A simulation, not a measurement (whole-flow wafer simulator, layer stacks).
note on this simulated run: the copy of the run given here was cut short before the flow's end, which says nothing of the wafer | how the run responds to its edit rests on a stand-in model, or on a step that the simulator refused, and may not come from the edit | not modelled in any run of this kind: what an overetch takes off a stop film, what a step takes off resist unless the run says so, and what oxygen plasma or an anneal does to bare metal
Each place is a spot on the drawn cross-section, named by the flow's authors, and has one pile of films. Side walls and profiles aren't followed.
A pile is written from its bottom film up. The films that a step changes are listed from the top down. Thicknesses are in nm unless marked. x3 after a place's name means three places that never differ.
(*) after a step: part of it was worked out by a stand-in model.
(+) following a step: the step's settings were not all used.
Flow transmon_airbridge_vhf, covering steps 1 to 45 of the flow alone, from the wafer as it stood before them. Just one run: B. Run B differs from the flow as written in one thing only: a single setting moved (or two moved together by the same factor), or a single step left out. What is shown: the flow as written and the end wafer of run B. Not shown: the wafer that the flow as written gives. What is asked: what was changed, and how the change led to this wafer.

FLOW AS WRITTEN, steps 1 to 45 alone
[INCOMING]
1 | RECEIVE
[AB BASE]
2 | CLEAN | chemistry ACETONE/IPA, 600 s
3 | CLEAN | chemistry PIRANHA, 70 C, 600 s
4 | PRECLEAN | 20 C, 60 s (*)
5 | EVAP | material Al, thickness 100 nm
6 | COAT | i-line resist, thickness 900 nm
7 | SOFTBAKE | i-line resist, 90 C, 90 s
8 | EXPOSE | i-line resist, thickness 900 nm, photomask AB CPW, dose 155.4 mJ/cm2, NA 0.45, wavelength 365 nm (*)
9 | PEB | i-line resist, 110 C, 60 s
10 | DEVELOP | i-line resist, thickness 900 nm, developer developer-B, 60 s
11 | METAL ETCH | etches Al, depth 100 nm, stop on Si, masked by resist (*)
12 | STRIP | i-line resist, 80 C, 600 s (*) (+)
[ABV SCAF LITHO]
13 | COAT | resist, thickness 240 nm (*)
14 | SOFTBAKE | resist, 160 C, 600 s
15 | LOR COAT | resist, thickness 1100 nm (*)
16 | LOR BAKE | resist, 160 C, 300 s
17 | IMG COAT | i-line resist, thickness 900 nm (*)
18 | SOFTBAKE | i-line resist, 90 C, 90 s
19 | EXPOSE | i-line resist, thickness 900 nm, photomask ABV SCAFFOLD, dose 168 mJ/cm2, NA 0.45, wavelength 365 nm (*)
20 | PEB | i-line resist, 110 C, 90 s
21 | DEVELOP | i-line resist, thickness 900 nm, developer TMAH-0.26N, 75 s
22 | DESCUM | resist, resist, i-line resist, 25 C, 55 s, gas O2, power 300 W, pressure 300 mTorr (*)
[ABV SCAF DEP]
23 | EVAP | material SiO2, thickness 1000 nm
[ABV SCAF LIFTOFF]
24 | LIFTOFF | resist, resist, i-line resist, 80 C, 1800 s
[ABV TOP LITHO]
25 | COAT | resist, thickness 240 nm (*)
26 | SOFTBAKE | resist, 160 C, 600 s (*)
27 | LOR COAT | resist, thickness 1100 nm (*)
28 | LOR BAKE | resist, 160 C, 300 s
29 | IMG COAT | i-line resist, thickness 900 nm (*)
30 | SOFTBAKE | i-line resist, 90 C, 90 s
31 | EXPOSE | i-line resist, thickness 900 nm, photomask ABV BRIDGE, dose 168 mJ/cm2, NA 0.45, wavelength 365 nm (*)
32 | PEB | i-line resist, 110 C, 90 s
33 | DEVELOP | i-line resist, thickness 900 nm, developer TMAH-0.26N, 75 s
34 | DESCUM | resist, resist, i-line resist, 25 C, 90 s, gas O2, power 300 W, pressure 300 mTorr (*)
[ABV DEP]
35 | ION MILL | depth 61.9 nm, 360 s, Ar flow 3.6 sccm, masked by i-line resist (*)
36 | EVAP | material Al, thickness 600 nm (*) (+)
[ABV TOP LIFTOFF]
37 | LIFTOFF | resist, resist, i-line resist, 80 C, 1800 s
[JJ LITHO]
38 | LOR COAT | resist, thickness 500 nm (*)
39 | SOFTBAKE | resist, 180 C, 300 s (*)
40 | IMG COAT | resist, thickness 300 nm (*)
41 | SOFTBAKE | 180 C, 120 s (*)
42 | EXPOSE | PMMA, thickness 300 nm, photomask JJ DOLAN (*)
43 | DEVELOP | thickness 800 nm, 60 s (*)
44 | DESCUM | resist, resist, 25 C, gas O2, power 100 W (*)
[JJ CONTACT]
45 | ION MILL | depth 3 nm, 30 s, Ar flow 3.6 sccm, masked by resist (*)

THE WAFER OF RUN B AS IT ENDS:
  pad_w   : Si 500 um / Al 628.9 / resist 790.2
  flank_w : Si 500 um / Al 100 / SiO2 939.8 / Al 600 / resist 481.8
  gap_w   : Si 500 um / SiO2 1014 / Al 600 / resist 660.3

Cause: step 23, EVAP: thickness 1050 nm was run, though the flow has thickness 1000 nm.

The path from the change to this, step by step:
  23 | EVAP | material SiO2, thickness 1000 nm
      field x3, jj_line, ground_far and 10 more: SiO2 gains 1050 (new film) (in the flow as written it would be: SiO2 gains 1000 (new film))
      flank_w, flank_e: SiO2 gains 975.8 (new film) (in the flow as written it would be: SiO2 gains 929.3 (new film))
  24 | LIFTOFF | resist, resist, i-line resist, 80 C, 1800 s
      field x3, jj_line, trace_open_s x2: SiO2 loses 1050 (all of it), i-line resist loses 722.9 (all of it), resist loses 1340 (all of it) (in the flow as written it would be: SiO2 loses 1000 (all of it), i-line resist loses 722.9 (all of it), resist loses 1340 (all of it))
      pad_w, pad_e: SiO2 loses 1050 (all of it), i-line resist loses 718 (all of it), resist loses 1330.2 (all of it) (in the flow as written it would be: SiO2 loses 1000 (all of it), i-line resist loses 718 (all of it), resist loses 1330.2 (all of it))
      (also at 1 further place)
  29 | IMG COAT | i-line resist, thickness 900 nm (*)
      margin_s, margin_n: i-line resist gains 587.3 (new film) (in the flow as written it would be: i-line resist gains 603.2 (new film))
      bridge_strip: i-line resist gains 539.4 (new film) (in the flow as written it would be: i-line resist gains 556 (new film))
  32 | PEB | i-line resist, 110 C, 90 s
      margin_s, margin_n: i-line resist loses 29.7 (in the flow as written it would be: i-line resist loses 30.6)
      bridge_strip: i-line resist loses 27.3 (in the flow as written it would be: i-line resist loses 28.1)
  33 | DEVELOP | i-line resist, thickness 900 nm, developer TMAH-0.26N, 75 s
      bridge_strip: i-line resist loses 512.1 (all of it), resist loses 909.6 (in the flow as written it would be: i-line resist loses 527.8 (all of it), resist loses 917.6)
  37 | LIFTOFF | resist, resist, i-line resist, 80 C, 1800 s
      margin_s, margin_n: Al loses 600 (all of it), i-line resist loses 303.2 (all of it), resist loses 977.7 (all of it) (in the flow as written it would be: Al loses 600 (all of it), i-line resist loses 318.3 (all of it), resist loses 992 (all of it))
